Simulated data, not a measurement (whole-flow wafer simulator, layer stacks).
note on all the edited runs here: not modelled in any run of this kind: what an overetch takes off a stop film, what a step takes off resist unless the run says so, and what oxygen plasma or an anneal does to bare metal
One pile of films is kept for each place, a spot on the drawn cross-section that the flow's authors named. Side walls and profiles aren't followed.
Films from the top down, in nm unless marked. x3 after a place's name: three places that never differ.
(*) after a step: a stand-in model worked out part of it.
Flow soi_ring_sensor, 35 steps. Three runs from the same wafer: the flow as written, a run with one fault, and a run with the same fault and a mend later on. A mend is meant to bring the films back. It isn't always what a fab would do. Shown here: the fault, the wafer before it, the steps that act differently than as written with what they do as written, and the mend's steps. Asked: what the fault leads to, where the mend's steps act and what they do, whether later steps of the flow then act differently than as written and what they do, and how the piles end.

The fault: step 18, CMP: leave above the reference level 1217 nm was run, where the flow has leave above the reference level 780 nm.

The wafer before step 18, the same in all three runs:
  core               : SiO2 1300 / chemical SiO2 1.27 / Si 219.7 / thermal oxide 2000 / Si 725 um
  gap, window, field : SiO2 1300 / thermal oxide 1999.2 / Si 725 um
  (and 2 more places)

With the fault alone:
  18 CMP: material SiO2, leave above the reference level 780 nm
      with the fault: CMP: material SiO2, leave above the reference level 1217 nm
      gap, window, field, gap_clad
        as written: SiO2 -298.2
        with the fault: nothing
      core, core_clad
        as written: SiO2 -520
        with the fault: SiO2 -83
  Later steps of the flow that act differently than as written (1 more step differs only slightly, by at most 2% or 0.5 nm, whichever is larger, and isn't shown):
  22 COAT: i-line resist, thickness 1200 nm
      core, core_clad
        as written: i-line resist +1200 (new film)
        with the fault: i-line resist +1079.8 (new film)
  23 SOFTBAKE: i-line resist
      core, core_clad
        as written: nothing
        with the fault: i-line resist -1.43
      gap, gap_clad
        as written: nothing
        with the fault: i-line resist -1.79
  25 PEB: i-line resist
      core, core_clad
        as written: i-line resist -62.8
        with the fault: i-line resist -56.2
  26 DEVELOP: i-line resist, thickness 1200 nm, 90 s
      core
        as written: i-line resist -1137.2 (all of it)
        with the fault: i-line resist -1022.2 (all of it)
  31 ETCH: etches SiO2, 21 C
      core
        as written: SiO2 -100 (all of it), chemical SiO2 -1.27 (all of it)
        with the fault: SiO2 -462
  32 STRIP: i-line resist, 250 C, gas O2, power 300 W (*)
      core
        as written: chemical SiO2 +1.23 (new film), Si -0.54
        with the fault: nothing
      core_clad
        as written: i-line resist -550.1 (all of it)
        with the fault: i-line resist -435.3 (all of it)
  At the end the piles differ from the flow's by more than 2% or 0.5 nm, whichever is larger, at core, field, core_clad.
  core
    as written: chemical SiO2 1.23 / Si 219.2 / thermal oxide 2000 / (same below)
    with the fault: SiO2 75 / chemical SiO2 1.27 / Si 219.7 / thermal oxide 2000 / (same below)
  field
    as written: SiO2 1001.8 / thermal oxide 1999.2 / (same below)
    with the fault: SiO2 1300 / thermal oxide 1999.2 / (same below)
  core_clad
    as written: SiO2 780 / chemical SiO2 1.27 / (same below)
    with the fault: SiO2 1217 / chemical SiO2 1.27 / (same below)

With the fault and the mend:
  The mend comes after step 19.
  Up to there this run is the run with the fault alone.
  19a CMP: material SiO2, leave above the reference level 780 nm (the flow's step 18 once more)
      gap, window, field, gap_clad
        SiO2 -298.2
      core, core_clad
        SiO2 -437
  No later step of the flow acts differently than as written at any place that is followed.
  At the end the piles are the same as the flow's at every place that both follow.
